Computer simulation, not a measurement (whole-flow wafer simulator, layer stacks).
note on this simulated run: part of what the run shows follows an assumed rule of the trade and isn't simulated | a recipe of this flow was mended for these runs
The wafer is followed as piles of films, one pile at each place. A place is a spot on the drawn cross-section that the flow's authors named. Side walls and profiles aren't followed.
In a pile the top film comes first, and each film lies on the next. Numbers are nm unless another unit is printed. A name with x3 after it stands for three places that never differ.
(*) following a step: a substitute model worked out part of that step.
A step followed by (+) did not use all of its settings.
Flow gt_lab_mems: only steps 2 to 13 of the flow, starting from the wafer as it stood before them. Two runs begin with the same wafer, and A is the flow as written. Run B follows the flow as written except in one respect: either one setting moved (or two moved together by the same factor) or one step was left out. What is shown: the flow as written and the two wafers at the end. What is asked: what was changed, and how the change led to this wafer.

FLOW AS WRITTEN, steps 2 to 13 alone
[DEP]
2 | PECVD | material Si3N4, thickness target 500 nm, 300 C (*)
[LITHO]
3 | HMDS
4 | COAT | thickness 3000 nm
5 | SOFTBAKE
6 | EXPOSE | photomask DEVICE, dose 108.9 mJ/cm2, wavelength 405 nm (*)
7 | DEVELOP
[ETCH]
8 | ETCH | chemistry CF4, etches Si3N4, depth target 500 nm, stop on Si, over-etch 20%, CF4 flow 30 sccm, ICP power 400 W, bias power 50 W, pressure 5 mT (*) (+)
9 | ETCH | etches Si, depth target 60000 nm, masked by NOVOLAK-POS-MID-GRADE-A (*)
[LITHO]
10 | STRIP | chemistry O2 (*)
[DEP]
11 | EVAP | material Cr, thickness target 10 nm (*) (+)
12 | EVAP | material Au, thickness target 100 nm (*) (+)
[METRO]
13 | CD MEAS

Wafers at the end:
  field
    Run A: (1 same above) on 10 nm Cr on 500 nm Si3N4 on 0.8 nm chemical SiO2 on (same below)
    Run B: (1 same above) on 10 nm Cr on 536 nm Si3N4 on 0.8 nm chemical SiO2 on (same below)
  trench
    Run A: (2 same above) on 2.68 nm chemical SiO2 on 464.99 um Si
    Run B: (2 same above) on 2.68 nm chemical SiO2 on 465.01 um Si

What caused this: step 2, PECVD: thickness target 536 nm was run, though the flow has thickness target 500 nm.
The wafer itself shows it: field has Si3N4 536, and step 2 as written asks for 500 nm.

Step by step, how the change led to this:
  2 | PECVD | material Si3N4, thickness target 500 nm, 300 C (*)
      field, trench: A +500 Si3N4 (new film) | B +536 Si3N4 (new film)
  8 | ETCH | chemistry CF4, etches Si3N4, depth target 500 nm, stop on Si, over-etch 20%, CF4 flow 30 sccm, ICP power 400 W, bias power 50 W, pressure 5 mT (*) (+)
      trench: A -500 Si3N4 (all of it), -0.8 chemical SiO2 (all of it), -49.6 Si | B -536 Si3N4 (all of it), -0.8 chemical SiO2 (all of it), -31.6 Si
